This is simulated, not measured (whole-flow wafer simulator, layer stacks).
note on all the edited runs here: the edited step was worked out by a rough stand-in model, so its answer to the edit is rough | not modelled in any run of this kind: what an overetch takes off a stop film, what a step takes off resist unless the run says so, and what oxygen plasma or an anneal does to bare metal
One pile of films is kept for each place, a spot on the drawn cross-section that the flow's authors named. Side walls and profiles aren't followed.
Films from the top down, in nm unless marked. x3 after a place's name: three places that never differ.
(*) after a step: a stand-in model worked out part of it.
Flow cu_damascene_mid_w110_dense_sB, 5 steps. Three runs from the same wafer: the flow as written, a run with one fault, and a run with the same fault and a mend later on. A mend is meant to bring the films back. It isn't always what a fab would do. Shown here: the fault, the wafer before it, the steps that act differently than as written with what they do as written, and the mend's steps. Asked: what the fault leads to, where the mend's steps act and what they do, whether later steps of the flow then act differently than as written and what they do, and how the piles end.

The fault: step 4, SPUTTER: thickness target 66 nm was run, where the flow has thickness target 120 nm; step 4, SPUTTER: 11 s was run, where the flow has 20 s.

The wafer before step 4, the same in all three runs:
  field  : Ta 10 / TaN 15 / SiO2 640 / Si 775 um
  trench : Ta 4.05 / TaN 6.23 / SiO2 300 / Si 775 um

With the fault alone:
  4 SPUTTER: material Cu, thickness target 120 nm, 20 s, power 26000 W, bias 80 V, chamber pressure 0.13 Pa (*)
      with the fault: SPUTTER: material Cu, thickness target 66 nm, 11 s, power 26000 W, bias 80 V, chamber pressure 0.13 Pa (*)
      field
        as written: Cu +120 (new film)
        with the fault: Cu +66 (new film)
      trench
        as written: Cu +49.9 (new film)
        with the fault: Cu +27.5 (new film)
  Later steps of the flow that act differently than as written:
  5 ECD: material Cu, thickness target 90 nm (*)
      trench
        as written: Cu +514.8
        with the fault: Cu +483.3
  At the end the piles differ from the flow's by more than 2% or 0.5 nm, whichever is larger, at field, trench.
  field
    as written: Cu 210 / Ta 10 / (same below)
    with the fault: Cu 156 / Ta 10 / (same below)
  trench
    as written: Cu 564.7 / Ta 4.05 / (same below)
    with the fault: Cu 510.7 / Ta 4.05 / (same below)

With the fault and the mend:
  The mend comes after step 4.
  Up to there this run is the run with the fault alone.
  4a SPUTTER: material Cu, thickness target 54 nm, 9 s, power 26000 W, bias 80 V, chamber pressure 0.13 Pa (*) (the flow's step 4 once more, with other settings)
      field
        Cu +54
      trench
        Cu +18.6
  No later step of the flow acts differently than as written, at any place that is followed, by more than 2% or 0.5 nm, whichever is larger.
  At the end the piles are the same as the flow's at every place that both follow.
